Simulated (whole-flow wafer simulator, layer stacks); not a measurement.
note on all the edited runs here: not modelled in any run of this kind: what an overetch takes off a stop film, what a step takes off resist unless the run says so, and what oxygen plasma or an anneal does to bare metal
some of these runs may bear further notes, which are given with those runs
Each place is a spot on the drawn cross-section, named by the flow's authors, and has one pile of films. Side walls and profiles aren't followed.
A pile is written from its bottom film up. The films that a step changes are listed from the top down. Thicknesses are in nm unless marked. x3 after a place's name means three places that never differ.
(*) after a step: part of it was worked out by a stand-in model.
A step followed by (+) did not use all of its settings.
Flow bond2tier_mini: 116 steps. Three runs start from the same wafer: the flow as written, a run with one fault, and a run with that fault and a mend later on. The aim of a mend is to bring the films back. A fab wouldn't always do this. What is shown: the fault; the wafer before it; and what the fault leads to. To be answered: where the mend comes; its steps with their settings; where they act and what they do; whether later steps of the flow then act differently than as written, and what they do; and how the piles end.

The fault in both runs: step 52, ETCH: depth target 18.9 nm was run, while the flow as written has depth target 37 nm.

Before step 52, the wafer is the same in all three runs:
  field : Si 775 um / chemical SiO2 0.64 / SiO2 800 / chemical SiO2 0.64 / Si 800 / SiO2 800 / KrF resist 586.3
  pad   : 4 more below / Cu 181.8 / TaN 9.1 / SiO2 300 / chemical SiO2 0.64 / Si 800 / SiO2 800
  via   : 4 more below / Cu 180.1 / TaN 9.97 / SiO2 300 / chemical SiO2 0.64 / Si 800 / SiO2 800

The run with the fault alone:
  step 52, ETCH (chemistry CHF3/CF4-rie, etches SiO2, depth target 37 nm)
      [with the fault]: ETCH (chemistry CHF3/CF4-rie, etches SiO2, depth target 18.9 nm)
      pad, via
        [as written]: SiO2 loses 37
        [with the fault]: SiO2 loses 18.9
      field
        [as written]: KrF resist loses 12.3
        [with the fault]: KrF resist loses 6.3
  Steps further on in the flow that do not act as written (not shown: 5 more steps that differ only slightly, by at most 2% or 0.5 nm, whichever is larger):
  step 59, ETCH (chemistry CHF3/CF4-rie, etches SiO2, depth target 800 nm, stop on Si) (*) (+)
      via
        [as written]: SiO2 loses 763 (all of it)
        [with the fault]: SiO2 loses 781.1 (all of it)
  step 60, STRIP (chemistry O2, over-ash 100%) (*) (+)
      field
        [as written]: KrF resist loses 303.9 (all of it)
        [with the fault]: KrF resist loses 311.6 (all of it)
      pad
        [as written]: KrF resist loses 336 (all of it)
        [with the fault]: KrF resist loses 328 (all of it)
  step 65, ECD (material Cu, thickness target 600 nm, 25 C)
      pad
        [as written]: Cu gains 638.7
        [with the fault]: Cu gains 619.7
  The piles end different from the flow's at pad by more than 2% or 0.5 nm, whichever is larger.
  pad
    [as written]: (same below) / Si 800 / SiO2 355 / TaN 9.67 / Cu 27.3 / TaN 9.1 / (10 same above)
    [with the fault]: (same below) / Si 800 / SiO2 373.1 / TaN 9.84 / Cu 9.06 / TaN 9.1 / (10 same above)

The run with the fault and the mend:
  The mend follows step 53.
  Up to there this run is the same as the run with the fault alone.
  step 53a, COAT (KrF resist, thickness 600 nm) (*) (the flow's step 47, run once more)
      field
        KrF resist gains 592 (new film)
      pad
        KrF resist gains 608.4 (new film)
      via
        KrF resist gains 607.3 (new film)
  step 53b, SOFTBAKE (KrF resist) (the flow's step 48, run once more)
      does not change any film at any place that is followed
  step 53c, EXPOSE (photomask T2TRIM, NA 0.6) (the flow's step 49, run once more)
      does not change any film at any place that is followed
  step 53d, PEB (KrF resist) (the flow's step 50, run once more)
      does not change any film at any place that is followed
  step 53e, DEVELOP (developer TMAH-0.26N, 60 s) (the flow's step 51, run once more)
      field
        KrF resist loses 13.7
      pad
        KrF resist loses 608.4 (all of it)
      via
        KrF resist loses 607.3 (all of it)
  step 53f, ETCH (chemistry CHF3/CF4-rie, etches SiO2, depth target 18.1 nm) (the flow's step 52, run once more with other settings)
      pad, via
        SiO2 loses 18.1
      field
        KrF resist loses 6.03
  step 53g, STRIP (chemistry O2, over-ash 100%) (+) (the flow's step 53, run once more)
      field
        KrF resist loses 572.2 (all of it)
  Later steps of the flow that are run all act as written at every place that is followed.
  At every place that both follow, the piles at the end match the flow's.
